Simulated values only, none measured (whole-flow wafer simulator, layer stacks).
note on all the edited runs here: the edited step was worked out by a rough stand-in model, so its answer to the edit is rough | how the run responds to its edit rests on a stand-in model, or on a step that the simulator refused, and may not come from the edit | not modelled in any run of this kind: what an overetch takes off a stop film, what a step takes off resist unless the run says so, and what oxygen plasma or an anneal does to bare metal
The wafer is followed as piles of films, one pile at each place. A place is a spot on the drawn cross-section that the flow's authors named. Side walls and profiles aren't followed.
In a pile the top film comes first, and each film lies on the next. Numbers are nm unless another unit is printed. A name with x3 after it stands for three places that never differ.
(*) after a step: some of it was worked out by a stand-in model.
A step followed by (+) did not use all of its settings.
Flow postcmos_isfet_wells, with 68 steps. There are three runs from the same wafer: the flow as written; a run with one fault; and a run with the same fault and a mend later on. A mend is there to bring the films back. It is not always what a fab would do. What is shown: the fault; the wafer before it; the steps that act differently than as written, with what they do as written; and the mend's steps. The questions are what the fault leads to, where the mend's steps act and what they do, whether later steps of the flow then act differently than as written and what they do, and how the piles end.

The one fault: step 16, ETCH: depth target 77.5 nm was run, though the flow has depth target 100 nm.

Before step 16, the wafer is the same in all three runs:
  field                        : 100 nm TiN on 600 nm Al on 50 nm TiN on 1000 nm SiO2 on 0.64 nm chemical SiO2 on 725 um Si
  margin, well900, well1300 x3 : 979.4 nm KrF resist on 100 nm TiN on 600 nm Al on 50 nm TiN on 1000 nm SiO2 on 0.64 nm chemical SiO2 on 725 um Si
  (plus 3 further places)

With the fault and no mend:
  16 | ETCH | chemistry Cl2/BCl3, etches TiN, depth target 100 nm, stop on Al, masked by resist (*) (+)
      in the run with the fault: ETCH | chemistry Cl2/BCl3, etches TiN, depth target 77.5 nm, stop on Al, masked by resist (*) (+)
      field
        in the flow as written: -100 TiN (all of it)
        in the run with the fault: -77.5 TiN
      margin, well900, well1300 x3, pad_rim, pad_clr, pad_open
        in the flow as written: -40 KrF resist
        in the run with the fault: -31 KrF resist
  Later steps of the flow acting differently than as written (2 more steps, not shown, differ only slightly: by at most 2% or 0.5 nm, whichever is larger):
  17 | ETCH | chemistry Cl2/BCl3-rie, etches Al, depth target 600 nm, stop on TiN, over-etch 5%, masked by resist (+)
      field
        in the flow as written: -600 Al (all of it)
        in the run with the fault: -22.5 TiN (all of it), -564 Al
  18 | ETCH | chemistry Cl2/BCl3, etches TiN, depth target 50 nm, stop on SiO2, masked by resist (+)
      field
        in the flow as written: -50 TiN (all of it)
        in the run with the fault: -36 Al (all of it), -34.9 TiN
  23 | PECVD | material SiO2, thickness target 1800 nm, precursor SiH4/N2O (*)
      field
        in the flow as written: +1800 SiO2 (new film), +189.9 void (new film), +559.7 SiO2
        in the run with the fault: +1800 SiO2 (new film), +178.8 void (new film), +556.1 SiO2 (new film)
  By the end, the piles at field depart from the flow's by more than 2% or 0.5 nm, whichever is larger.
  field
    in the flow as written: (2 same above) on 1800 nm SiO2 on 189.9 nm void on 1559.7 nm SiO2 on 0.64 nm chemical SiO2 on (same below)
    in the run with the fault: (2 same above) on 1800 nm SiO2 on 178.8 nm void on 556.1 nm SiO2 on 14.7 nm TiN on 1000 nm SiO2 on 0.64 nm chemical SiO2 on (same below)

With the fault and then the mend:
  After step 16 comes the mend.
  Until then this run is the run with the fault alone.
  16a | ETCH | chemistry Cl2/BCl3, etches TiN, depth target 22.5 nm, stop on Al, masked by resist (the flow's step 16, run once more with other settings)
      margin, well900, well1300 x3, pad_rim, pad_clr, pad_open
        -9 KrF resist
      field
        -22.5 TiN (all of it)
  Later steps of the flow that are run all act as written at every place that is followed.
  By the end, the piles equal the flow's at every place that both follow.
